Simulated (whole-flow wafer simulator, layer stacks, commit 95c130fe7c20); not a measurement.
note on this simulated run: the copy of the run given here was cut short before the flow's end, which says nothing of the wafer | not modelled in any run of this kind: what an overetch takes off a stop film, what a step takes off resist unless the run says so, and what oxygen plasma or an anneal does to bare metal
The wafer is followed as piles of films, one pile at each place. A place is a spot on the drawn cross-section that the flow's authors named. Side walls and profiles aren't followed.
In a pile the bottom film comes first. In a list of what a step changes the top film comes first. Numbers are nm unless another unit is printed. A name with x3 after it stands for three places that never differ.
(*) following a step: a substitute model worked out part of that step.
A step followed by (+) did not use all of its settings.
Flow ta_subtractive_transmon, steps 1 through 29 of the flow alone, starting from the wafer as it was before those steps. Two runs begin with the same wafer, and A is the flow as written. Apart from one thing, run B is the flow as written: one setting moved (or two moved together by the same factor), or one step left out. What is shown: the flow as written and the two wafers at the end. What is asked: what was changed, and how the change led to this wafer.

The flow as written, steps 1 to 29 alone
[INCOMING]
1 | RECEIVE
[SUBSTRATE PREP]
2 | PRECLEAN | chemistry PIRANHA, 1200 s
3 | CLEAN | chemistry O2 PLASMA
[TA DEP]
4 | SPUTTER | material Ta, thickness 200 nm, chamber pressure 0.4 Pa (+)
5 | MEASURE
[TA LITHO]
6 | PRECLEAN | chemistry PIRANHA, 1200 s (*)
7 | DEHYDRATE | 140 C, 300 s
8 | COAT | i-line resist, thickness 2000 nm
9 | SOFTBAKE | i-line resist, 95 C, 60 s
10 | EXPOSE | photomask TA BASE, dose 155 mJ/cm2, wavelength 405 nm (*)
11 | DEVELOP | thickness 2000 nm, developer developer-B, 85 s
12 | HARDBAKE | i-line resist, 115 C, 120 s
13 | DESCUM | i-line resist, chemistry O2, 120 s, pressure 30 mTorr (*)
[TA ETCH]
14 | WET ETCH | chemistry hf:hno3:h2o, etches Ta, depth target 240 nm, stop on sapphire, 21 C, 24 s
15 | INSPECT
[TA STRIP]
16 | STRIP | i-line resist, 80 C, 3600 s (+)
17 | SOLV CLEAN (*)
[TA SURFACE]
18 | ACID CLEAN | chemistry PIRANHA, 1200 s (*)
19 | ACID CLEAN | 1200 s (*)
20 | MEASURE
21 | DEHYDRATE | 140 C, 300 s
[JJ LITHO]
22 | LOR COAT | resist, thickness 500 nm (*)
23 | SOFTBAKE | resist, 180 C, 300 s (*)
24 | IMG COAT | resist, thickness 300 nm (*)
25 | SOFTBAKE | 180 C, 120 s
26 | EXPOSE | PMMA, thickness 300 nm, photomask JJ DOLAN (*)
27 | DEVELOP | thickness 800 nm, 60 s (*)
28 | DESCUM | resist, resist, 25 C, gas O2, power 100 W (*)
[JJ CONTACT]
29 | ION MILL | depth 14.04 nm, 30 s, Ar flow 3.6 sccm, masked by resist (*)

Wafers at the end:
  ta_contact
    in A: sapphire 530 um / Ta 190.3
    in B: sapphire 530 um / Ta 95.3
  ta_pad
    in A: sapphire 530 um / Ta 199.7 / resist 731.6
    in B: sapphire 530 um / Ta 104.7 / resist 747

The reason: step 4, SPUTTER: thickness 105 nm was run, whereas the flow has thickness 200 nm.

The path from the change to this, step by step:
  4 | SPUTTER | material Ta, thickness 200 nm, chamber pressure 0.4 Pa (+)
      field x2, jj_line, lead, ta_contact, ta_pad: A Ta gains 200 (new film) | B Ta gains 105 (new film)
  14 | WET ETCH | chemistry hf:hno3:h2o, etches Ta, depth target 240 nm, stop on sapphire, 21 C, 24 s
      field x2, jj_line, lead: A Ta loses 200 (all of it) | B Ta loses 105 (all of it)
  22 | LOR COAT | resist, thickness 500 nm (*)
      lead: A resist gains 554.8 (new film) | B resist gains 529.7 (new film)
      ta_contact: A resist gains 443.8 (new film) | B resist gains 469.2 (new film)
  24 | IMG COAT | resist, thickness 300 nm (*)
      ta_contact: A resist gains 287.4 | B resist gains 293.6
      ta_pad: A resist gains 281.3 | B resist gains 290
  27 | DEVELOP | thickness 800 nm, 60 s (*)
      lead: A resist loses 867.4 (all of it) | B resist loses 836.3 (all of it)
      ta_contact: A resist loses 731.2 (all of it) | B resist loses 762.8 (all of it)
